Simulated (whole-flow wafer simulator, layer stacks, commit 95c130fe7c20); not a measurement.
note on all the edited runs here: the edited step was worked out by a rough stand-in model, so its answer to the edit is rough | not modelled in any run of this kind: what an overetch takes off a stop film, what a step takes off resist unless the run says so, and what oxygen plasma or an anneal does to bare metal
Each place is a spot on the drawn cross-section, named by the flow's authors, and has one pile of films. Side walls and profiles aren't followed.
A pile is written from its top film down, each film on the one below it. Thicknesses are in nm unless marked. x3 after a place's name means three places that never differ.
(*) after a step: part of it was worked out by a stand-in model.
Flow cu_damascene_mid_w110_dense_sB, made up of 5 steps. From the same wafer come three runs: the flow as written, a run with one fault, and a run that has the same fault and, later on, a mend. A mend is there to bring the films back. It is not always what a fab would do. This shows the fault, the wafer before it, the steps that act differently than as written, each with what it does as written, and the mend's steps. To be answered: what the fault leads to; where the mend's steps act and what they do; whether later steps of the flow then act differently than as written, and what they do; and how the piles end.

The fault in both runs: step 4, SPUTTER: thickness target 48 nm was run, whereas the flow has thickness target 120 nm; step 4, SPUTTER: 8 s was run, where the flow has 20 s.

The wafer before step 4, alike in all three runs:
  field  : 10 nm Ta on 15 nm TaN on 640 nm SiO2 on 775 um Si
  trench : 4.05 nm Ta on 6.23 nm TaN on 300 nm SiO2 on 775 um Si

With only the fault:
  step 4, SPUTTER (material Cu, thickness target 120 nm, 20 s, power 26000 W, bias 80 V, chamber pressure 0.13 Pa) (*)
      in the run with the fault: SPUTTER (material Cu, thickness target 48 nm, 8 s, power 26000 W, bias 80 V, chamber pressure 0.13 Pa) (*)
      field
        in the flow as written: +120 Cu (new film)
        in the run with the fault: +48 Cu (new film)
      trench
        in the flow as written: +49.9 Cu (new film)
        in the run with the fault: +20 Cu (new film)
  Steps further on in the flow that do not act as written:
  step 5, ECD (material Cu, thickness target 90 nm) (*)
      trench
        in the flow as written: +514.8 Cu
        in the run with the fault: +472.8 Cu
  At field, trench, the piles at the end differ from the flow's by more than 2% or 0.5 nm, whichever is larger.
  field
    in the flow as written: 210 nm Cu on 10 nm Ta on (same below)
    in the run with the fault: 138 nm Cu on 10 nm Ta on (same below)
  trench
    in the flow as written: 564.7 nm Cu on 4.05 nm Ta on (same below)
    in the run with the fault: 492.7 nm Cu on 4.05 nm Ta on (same below)

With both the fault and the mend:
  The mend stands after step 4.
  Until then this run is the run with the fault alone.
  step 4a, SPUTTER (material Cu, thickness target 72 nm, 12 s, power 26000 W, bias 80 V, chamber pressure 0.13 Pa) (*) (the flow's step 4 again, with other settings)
      field
        +72 Cu
      trench
        +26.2 Cu
  Later steps of the flow that are run all act as written at every place that is followed, up to a difference of at most 2% or 0.5 nm, whichever is larger.
  By the end, the piles equal the flow's at every place that both follow.
